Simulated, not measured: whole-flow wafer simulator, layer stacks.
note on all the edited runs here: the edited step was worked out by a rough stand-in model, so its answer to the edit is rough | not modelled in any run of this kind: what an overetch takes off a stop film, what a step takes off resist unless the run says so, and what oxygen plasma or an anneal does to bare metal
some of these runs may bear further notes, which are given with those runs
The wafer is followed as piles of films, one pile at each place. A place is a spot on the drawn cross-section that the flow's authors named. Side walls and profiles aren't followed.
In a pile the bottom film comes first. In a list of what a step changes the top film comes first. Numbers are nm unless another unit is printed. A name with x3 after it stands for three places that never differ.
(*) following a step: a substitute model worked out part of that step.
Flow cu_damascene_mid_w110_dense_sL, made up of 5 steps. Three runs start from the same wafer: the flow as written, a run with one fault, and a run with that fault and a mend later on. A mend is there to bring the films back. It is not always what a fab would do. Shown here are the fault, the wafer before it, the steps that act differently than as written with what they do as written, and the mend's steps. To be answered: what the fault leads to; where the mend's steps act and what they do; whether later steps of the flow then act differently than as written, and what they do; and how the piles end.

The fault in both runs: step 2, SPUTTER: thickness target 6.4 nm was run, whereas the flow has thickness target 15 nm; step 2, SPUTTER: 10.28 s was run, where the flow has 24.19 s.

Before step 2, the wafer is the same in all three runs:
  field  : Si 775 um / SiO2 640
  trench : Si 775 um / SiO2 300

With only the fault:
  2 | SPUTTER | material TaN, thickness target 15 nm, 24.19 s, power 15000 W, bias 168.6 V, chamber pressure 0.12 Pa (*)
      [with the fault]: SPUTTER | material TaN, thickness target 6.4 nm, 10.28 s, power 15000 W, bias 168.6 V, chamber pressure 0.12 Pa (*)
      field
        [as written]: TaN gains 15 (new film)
        [with the fault]: TaN gains 6.4 (new film)
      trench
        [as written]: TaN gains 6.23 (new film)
        [with the fault]: TaN gains 2.66 (new film)
  Steps further on in the flow that do not act as written (2 other steps are not shown; they differ only slightly, by no more than 2% or 0.5 nm, whichever is larger):
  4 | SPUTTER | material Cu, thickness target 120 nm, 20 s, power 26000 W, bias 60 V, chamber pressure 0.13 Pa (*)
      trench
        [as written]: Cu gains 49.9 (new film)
        [with the fault]: Cu gains 51.4 (new film)
  The piles end different from the flow's at field, trench by more than 2% or 0.5 nm, whichever is larger.
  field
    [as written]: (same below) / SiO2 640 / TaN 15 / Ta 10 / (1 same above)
    [with the fault]: (same below) / SiO2 640 / TaN 6.4 / Ta 10 / (1 same above)
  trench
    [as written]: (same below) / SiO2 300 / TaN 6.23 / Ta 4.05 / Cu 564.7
    [with the fault]: (same below) / SiO2 300 / TaN 2.66 / Ta 4.15 / Cu 559.6

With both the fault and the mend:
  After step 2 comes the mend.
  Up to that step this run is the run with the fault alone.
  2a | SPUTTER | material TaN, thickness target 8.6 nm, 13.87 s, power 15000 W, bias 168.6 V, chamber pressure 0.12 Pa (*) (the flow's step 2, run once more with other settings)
      field
        TaN gains 8.6
      trench
        TaN gains 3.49
  None of the later steps of the flow differs from how it acts as written, at any place that is followed, by more than 2% or 0.5 nm, whichever is larger.
  At the end the piles are close to the flow's at the places that both follow, differing by at most 2% or 0.5 nm, whichever is larger.
